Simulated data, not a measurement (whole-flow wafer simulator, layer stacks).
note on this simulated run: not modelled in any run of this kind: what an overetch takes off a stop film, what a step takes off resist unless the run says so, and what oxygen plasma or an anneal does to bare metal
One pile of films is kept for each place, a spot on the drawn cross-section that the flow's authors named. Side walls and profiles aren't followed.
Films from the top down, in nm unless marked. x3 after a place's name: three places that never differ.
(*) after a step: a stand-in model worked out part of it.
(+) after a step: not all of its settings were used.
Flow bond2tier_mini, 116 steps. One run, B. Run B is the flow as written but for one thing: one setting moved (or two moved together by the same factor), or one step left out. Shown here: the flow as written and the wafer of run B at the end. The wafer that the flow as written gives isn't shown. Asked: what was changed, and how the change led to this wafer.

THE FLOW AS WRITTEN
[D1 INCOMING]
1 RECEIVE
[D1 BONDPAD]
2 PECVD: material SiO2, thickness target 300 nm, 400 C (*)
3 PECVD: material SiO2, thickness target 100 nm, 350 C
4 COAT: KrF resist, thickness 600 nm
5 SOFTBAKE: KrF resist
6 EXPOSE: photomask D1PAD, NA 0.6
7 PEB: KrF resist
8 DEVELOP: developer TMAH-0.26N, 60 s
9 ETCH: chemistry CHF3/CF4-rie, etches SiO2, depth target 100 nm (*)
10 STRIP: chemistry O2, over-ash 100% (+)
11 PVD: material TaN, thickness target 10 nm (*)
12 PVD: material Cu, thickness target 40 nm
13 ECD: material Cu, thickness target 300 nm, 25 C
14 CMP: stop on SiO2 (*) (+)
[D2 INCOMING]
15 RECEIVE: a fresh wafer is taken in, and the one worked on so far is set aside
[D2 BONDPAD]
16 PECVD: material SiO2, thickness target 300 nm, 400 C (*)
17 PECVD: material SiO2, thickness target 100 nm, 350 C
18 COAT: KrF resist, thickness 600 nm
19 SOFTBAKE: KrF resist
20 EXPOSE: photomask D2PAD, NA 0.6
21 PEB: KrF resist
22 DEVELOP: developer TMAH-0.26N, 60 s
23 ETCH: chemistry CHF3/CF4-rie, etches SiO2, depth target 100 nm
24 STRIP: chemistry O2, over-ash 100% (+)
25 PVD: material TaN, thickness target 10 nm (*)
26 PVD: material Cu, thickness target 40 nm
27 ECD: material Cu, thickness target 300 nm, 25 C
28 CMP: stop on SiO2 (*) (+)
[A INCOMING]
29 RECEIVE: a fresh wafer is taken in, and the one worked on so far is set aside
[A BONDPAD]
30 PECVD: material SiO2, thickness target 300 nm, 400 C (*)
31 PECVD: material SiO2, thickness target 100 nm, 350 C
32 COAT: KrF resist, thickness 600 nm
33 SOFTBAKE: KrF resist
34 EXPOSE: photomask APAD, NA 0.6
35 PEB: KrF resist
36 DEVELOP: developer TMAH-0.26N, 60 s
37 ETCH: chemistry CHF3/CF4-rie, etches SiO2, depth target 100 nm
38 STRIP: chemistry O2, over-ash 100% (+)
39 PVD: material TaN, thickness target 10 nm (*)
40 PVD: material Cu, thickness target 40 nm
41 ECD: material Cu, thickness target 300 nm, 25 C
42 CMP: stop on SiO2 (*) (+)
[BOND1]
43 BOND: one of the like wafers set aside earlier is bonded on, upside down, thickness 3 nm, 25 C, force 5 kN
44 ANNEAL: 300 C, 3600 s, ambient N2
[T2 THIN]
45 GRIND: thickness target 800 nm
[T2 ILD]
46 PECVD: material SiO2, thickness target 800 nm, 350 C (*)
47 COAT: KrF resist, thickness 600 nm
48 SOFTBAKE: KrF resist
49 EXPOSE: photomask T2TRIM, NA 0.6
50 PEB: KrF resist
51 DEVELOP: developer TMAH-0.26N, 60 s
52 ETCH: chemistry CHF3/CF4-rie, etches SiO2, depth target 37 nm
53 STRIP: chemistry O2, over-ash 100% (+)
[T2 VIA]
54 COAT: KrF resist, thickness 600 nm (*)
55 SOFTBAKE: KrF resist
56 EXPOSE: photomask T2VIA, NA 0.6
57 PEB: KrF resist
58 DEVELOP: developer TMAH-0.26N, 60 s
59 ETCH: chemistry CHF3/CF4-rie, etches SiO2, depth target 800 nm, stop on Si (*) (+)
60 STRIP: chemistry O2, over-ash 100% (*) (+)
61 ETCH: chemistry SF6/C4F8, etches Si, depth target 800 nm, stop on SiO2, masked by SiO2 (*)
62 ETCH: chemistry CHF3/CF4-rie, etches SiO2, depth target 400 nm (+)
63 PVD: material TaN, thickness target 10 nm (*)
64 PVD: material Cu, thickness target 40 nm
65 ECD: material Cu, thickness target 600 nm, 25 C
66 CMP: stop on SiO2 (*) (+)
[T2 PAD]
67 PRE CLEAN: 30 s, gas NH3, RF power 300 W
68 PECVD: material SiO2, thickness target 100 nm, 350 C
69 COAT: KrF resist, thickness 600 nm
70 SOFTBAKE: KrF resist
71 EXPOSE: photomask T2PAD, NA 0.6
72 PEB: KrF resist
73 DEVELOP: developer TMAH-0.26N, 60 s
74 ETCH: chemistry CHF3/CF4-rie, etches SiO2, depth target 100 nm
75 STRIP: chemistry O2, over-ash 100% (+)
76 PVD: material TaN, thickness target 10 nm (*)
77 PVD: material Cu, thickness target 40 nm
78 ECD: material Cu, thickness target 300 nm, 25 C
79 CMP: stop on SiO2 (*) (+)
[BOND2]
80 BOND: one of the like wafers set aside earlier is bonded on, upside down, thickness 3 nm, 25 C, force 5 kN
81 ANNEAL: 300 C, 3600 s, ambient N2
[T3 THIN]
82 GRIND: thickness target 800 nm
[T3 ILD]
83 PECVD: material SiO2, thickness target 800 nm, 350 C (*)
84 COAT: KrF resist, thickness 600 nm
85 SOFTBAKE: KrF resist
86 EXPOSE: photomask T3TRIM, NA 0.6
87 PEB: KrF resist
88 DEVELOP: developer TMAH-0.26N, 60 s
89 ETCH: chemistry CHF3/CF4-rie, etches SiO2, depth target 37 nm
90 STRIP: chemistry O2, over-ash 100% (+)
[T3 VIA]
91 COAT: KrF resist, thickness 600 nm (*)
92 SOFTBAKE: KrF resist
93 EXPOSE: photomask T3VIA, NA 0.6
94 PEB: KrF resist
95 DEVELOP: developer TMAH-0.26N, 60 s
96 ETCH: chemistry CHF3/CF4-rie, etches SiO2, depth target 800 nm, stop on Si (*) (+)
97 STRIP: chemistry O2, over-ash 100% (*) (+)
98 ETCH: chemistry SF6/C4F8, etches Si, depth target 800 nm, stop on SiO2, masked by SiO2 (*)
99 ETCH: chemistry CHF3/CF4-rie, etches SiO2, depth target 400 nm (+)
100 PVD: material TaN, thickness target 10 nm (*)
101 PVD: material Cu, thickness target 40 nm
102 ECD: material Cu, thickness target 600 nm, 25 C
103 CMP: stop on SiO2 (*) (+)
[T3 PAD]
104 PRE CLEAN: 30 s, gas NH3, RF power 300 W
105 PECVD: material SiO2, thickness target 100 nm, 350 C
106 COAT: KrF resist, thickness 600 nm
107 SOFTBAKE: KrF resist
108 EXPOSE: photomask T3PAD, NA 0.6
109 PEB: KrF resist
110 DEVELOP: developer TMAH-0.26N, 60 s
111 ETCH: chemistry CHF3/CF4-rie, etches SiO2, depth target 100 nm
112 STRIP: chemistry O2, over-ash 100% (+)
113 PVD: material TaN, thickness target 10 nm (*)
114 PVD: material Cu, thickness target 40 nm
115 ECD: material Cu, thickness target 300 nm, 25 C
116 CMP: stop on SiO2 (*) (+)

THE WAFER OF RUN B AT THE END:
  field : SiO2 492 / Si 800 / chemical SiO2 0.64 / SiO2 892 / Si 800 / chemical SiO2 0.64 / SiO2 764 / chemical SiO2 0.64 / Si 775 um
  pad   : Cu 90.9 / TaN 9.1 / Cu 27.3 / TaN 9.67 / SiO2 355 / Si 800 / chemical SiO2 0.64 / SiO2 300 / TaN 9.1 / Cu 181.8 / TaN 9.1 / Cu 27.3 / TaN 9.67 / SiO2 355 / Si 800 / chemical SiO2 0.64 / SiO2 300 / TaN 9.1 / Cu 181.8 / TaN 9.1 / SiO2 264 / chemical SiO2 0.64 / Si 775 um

The cause: step 31, PECVD: thickness target 64 nm was run, where the flow has thickness target 100 nm.

How the change led to this, step by step:
  31 PECVD: material SiO2, thickness target 100 nm, 350 C
      field, pad, via: SiO2 +64 (as written it would be: SiO2 +100)
